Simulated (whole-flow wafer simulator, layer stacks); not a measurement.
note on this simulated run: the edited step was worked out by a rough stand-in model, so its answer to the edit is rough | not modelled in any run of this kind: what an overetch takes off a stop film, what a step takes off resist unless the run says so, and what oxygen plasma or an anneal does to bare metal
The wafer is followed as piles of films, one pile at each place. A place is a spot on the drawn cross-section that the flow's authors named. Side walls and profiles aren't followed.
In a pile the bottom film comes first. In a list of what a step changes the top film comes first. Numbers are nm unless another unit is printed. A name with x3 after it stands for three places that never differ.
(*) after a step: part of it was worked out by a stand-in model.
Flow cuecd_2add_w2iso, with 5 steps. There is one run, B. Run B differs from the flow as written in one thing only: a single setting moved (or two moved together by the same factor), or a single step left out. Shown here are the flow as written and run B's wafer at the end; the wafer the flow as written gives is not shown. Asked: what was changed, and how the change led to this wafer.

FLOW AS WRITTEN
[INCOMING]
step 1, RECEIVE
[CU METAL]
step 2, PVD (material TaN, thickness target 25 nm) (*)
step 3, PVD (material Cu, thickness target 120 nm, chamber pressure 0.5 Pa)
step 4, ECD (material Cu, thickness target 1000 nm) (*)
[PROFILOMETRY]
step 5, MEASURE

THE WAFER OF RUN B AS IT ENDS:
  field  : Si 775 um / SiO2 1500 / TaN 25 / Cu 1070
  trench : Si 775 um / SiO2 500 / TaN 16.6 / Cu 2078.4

The reason: step 4, ECD: thickness target 950 nm was run, while the flow as written has thickness target 1000 nm.

Step by step, how the change led to this:
  step 4, ECD (material Cu, thickness target 1000 nm) (*)
      field: +950 Cu (as written it would have been: +1000 Cu)
      trench: +1997.6 Cu (as written it would have been: +2047.6 Cu)
